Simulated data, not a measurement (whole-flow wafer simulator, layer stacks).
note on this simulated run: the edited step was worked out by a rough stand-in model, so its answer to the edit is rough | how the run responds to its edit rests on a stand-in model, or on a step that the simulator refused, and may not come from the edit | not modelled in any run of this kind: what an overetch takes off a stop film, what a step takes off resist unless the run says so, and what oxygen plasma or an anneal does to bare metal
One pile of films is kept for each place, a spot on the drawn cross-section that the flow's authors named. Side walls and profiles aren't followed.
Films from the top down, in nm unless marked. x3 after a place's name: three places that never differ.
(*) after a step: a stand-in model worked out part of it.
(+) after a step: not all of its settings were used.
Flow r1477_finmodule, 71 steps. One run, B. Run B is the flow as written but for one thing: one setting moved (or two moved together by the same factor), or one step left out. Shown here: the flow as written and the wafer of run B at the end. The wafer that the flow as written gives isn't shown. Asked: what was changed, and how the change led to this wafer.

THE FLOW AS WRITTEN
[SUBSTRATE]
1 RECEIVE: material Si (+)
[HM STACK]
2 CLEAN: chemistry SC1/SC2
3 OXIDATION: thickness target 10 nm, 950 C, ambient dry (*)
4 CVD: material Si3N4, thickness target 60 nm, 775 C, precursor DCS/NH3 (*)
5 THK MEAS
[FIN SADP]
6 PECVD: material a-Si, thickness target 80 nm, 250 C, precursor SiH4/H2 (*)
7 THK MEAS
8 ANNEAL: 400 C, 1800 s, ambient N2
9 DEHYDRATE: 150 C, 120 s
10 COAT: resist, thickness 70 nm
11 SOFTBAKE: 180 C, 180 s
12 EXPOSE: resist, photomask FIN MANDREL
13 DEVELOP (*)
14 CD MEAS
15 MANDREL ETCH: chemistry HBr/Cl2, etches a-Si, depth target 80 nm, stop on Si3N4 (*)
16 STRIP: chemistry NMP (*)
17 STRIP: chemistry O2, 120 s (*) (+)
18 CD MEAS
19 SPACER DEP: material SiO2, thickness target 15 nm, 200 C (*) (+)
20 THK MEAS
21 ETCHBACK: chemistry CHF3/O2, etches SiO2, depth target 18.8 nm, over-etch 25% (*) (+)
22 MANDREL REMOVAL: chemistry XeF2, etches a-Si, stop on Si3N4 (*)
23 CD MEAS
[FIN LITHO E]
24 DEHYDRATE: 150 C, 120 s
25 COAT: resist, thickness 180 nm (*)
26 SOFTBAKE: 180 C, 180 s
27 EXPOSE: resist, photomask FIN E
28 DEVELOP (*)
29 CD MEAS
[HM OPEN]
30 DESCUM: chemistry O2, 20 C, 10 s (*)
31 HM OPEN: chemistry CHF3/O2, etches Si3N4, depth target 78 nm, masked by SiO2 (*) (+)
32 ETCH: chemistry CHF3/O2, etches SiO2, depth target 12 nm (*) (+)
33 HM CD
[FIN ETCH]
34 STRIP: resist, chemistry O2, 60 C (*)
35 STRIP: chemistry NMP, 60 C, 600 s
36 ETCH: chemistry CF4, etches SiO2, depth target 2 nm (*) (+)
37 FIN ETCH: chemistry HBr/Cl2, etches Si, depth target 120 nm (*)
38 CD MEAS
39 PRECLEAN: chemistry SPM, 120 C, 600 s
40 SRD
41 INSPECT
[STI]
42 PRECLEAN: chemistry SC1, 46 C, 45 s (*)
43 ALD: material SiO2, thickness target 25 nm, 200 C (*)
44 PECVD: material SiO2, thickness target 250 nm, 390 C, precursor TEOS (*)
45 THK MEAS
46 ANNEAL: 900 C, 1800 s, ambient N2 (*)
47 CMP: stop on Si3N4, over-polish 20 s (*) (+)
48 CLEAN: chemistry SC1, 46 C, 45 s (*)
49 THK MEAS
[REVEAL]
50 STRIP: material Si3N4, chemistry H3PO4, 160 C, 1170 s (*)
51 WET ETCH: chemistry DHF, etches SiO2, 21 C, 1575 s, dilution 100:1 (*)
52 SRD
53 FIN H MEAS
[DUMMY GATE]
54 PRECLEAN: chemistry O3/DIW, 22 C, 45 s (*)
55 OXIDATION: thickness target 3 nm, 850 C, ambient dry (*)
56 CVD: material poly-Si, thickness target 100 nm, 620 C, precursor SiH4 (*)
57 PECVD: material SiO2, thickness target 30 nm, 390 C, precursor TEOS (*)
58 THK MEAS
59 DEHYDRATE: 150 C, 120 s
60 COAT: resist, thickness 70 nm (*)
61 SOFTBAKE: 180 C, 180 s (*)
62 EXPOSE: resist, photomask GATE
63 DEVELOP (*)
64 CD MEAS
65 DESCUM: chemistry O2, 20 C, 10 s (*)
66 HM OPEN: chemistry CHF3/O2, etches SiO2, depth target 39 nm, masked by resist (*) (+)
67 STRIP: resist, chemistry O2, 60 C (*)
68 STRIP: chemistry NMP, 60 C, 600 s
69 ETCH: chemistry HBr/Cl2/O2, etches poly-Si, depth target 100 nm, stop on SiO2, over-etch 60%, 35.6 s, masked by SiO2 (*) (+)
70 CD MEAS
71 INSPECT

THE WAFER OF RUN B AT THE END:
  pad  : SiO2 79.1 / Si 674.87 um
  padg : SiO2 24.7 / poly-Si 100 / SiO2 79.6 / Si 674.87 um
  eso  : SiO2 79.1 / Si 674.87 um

The cause: step 44, PECVD: thickness target 150 nm was run, where the flow has thickness target 250 nm.

How the change led to this, step by step:
  44 PECVD: material SiO2, thickness target 250 nm, 390 C, precursor TEOS (*)
      pad, padg, elg and 33 more: SiO2 +150 (as written it would be: SiO2 +250)
  46 ANNEAL: 900 C, 1800 s, ambient N2 (*)
      pad, padg, elg and 33 more: SiO2 -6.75 (as written it would be: SiO2 -11.2)
  47 CMP: stop on Si3N4, over-polish 20 s (*) (+)
      pad, padg, e40sg and 11 more: nothing (as written it would be: SiO2 -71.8)
      eso: nothing (as written it would be: SiO2 -72.4)
      (and at 21 more places)
  60 COAT: resist, thickness 70 nm (*)
      e40sg, e40so: resist +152 (new film) (as written it would be: resist +129.5 (new film))
      e100sg, e100so: resist +151.9 (new film) (as written it would be: resist +129.4 (new film))
      (and at 9 more places)
  63 DEVELOP (*)
      eso: resist -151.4 (all of it) (as written it would be: resist -129.5 (all of it))
      e40so: resist -152 (all of it) (as written it would be: resist -129.5 (all of it))
      (and at 5 more places)
  67 STRIP: resist, chemistry O2, 60 C (*)
      e40lg, e100lg, e200lg: resist -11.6 (all of it) (as written it would be: resist -12.8 (all of it))
      s40sg, s45sg: resist -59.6 (all of it) (as written it would be: resist -36.9 (all of it))
      (and at 10 more places)
